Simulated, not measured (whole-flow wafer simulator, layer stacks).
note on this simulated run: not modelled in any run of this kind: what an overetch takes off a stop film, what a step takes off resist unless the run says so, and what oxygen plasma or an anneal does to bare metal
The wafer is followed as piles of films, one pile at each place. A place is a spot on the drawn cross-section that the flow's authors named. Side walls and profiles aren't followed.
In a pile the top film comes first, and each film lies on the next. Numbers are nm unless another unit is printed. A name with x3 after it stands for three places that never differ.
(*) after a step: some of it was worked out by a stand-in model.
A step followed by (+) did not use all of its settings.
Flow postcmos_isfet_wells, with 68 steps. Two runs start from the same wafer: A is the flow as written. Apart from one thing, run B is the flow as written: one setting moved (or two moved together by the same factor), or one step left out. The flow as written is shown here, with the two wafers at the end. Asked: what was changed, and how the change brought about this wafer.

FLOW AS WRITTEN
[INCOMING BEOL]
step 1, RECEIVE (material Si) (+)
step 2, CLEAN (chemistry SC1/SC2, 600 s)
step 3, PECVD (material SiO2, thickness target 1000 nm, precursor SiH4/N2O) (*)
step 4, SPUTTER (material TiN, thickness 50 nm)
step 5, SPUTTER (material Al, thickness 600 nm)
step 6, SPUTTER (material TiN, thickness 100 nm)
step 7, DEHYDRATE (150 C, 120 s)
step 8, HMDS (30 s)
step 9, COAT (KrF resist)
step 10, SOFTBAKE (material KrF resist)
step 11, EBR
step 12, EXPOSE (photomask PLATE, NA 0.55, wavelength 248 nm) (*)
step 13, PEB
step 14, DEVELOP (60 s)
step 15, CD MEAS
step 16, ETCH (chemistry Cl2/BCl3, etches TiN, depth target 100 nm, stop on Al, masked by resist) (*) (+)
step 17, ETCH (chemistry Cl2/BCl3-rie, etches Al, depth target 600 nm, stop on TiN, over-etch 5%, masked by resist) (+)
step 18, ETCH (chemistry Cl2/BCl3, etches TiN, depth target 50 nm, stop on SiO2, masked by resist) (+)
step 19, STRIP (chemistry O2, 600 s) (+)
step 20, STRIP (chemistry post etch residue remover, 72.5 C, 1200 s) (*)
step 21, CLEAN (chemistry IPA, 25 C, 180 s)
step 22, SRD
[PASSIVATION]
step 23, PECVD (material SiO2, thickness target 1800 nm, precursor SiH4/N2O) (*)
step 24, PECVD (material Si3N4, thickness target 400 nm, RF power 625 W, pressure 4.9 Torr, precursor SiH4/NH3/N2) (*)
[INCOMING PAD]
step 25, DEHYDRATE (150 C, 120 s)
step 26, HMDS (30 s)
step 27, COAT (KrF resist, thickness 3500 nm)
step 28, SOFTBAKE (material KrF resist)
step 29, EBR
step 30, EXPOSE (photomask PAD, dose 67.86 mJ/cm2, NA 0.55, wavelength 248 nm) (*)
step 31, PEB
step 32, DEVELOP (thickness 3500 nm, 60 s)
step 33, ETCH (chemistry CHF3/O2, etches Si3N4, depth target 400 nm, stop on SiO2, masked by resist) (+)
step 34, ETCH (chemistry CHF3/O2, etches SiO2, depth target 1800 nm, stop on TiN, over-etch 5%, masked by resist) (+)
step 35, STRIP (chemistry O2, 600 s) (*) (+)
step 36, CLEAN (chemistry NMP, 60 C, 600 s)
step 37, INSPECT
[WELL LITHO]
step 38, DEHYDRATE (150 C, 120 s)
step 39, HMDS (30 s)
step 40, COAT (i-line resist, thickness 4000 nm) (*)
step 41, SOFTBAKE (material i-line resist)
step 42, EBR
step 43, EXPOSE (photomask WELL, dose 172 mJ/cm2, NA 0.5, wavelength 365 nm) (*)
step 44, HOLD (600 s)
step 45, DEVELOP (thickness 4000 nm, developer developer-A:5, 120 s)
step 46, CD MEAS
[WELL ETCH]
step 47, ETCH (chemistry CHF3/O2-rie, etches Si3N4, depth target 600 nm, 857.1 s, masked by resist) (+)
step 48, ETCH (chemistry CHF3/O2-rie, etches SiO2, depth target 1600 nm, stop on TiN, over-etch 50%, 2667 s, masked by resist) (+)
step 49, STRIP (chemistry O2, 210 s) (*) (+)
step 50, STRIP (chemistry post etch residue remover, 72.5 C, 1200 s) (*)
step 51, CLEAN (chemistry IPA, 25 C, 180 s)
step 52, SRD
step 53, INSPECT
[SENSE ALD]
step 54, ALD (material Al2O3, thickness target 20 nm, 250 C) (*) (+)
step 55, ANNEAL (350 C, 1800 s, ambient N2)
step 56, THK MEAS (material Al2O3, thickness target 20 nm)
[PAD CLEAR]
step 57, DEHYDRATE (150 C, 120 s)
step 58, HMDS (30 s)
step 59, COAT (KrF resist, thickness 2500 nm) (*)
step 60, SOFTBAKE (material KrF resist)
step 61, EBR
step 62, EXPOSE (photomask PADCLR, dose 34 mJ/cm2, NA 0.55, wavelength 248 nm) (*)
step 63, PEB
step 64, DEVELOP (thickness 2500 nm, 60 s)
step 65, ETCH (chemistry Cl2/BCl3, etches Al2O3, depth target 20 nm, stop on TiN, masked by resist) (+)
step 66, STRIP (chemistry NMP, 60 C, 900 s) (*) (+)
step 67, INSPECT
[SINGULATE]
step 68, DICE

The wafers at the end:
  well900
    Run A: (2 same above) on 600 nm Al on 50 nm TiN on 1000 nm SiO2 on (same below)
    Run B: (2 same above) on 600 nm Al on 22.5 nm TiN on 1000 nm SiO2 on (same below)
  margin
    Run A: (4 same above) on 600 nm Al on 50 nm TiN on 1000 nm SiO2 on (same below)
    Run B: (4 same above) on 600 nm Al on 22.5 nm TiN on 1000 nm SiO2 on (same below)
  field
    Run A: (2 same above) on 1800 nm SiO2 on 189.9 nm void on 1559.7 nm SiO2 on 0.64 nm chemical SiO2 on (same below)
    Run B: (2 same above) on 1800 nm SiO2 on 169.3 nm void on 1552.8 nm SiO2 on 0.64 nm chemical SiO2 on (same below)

The reason: step 4, SPUTTER: thickness 22.5 nm was run, while the flow as written has thickness 50 nm.
The wafer itself shows it: well900 has TiN 22.5, and step 4 as written asks for 50 nm.

Step by step, how the change led to this:
  step 4, SPUTTER (material TiN, thickness 50 nm)
      field, margin, well900, well1300 x3, pad_rim, pad_clr, pad_open: A TiN gains 50 (new film) | B TiN gains 22.5 (new film)
  step 18, ETCH (chemistry Cl2/BCl3, etches TiN, depth target 50 nm, stop on SiO2, masked by resist) (+)
      margin, well900, well1300 x3, pad_rim, pad_clr, pad_open: A KrF resist loses 20 | B KrF resist loses 13.5
      field: A TiN loses 50 (all of it) | B TiN loses 22.5 (all of it)
  step 23, PECVD (material SiO2, thickness target 1800 nm, precursor SiH4/N2O) (*)
      field: A SiO2 gains 1800 (new film), void gains 189.9 (new film), SiO2 gains 559.7 | B SiO2 gains 1800 (new film), void gains 169.3 (new film), SiO2 gains 552.8
